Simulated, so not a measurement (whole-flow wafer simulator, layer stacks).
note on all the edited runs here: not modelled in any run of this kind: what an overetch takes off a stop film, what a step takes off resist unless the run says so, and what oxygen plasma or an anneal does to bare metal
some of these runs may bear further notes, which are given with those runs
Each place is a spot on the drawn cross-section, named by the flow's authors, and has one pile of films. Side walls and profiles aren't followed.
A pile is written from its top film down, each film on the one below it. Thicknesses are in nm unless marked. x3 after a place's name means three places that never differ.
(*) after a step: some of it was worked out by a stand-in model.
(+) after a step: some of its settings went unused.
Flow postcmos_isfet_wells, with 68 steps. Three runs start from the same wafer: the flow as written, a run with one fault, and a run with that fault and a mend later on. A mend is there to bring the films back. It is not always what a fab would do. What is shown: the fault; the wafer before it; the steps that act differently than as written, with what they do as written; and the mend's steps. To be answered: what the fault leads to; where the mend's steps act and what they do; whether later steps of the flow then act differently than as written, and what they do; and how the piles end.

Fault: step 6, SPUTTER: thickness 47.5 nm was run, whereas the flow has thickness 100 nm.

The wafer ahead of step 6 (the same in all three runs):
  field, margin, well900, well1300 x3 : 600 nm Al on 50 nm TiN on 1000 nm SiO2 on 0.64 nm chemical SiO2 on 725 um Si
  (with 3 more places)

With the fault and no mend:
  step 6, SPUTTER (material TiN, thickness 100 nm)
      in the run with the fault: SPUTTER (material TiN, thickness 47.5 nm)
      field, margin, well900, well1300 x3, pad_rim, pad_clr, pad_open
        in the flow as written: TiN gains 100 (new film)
        in the run with the fault: TiN gains 47.5 (new film)
  Steps later in the flow that act otherwise than as written (1 other step is not shown; it differs only slightly, by no more than 2% or 0.5 nm, whichever is larger):
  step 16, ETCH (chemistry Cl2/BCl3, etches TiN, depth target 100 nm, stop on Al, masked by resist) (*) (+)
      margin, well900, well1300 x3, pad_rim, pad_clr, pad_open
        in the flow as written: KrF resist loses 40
        in the run with the fault: KrF resist loses 28.5
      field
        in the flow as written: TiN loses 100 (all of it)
        in the run with the fault: TiN loses 47.5 (all of it)
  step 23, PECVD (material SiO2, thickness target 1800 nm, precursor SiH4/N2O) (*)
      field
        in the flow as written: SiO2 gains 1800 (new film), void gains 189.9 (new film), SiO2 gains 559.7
        in the run with the fault: SiO2 gains 1800 (new film), void gains 151 (new film), SiO2 gains 546.1
  At field, margin, well900, well1300 x3, pad_rim, pad_clr, pad_open, the piles at the end differ from the flow's by more than 2% or 0.5 nm, whichever is larger.
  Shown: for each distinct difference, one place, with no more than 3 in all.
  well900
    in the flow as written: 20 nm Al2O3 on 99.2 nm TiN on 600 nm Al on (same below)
    in the run with the fault: 20 nm Al2O3 on 46.7 nm TiN on 600 nm Al on (same below)
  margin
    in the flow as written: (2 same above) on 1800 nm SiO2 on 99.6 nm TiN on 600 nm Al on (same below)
    in the run with the fault: (2 same above) on 1800 nm SiO2 on 47.1 nm TiN on 600 nm Al on (same below)
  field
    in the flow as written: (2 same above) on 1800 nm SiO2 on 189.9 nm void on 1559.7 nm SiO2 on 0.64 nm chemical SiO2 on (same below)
    in the run with the fault: (2 same above) on 1800 nm SiO2 on 151 nm void on 1546.1 nm SiO2 on 0.64 nm chemical SiO2 on (same below)

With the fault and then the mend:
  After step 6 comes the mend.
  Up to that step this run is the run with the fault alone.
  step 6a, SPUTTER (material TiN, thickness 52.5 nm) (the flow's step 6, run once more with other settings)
      field, margin, well900, well1300 x3, pad_rim, pad_clr, pad_open
        TiN gains 52.5
  Every later step of the flow that is run acts as written at every place that is followed.
  At every place that both follow, the piles at the end match the flow's.
